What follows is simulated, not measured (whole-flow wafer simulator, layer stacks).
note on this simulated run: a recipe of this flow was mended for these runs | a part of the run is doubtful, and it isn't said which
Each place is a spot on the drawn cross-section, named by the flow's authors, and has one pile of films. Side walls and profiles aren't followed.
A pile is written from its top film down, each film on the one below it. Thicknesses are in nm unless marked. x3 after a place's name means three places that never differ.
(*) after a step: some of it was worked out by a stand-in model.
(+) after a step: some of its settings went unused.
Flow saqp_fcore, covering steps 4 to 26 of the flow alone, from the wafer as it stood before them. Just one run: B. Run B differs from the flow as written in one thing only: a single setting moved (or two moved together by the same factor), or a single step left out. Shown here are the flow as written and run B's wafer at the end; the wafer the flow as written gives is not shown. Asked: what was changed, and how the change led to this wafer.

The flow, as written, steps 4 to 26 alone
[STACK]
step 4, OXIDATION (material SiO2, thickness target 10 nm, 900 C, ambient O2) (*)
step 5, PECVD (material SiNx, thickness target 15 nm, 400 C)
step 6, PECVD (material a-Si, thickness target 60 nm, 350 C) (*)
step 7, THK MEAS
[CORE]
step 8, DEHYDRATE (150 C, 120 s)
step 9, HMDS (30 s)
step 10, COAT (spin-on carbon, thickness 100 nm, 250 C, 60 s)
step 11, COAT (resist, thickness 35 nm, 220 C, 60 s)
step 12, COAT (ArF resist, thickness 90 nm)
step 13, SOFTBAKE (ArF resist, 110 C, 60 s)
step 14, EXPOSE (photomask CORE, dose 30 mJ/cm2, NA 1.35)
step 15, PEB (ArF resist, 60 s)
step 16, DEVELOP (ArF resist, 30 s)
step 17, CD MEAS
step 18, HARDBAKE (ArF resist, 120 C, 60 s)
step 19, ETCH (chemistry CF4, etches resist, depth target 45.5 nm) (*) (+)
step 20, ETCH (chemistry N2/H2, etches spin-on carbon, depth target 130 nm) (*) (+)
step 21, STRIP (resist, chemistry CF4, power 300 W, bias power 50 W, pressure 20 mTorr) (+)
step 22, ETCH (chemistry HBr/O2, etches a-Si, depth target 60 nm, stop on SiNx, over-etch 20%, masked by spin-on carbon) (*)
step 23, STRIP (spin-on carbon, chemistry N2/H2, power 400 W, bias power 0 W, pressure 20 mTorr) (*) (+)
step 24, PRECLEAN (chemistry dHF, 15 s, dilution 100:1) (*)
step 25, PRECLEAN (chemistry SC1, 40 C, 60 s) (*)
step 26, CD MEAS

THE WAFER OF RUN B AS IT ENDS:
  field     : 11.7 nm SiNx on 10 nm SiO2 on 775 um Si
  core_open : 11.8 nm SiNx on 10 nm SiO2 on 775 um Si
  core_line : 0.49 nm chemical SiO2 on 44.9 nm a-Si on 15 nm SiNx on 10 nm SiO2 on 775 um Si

The reason: step 6, PECVD: thickness target 45.6 nm was run, though the flow has thickness target 60 nm; step 20, ETCH: depth target 98.8 nm was run, where the flow has depth target 130 nm.

How this came from the change, step by step:
  step 6, PECVD (material a-Si, thickness target 60 nm, 350 C) (*)
      field, core_open, core_line: a-Si gains 45.6 (new film) (in the flow as written it would be: a-Si gains 60 (new film))
  step 20, ETCH (chemistry N2/H2, etches spin-on carbon, depth target 130 nm) (*) (+)
      field, core_open: spin-on carbon loses 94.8 (all of it), a-Si loses 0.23 (in the flow as written it would be: spin-on carbon loses 94.8 (all of it), a-Si loses 1.96)
      core_line: ArF resist loses 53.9 (all of it), resist loses 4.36 (in the flow as written it would be: ArF resist loses 53.9 (all of it), resist loses 6.44)
  step 21, STRIP (resist, chemistry CF4, power 300 W, bias power 50 W, pressure 20 mTorr) (+)
      field: a-Si loses 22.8 (in the flow as written it would be: a-Si loses 21.2)
      core_open: a-Si loses 20 (in the flow as written it would be: a-Si loses 18.7)
      (and at 1 other place as well)
  step 22, ETCH (chemistry HBr/O2, etches a-Si, depth target 60 nm, stop on SiNx, over-etch 20%, masked by spin-on carbon) (*)
      field: a-Si loses 22.6 (all of it), SiNx loses 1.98 (in the flow as written it would be: a-Si loses 36.8 (all of it), SiNx loses 1.41)
      core_open: a-Si loses 25.4 (all of it), SiNx loses 1.87 (in the flow as written it would be: a-Si loses 39.4 (all of it), SiNx loses 1.3)
      (and at 1 other place as well)
  step 23, STRIP (spin-on carbon, chemistry N2/H2, power 400 W, bias power 0 W, pressure 20 mTorr) (*) (+)
      core_line: spin-on carbon loses 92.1 (all of it) (in the flow as written it would be: spin-on carbon loses 88.8 (all of it))
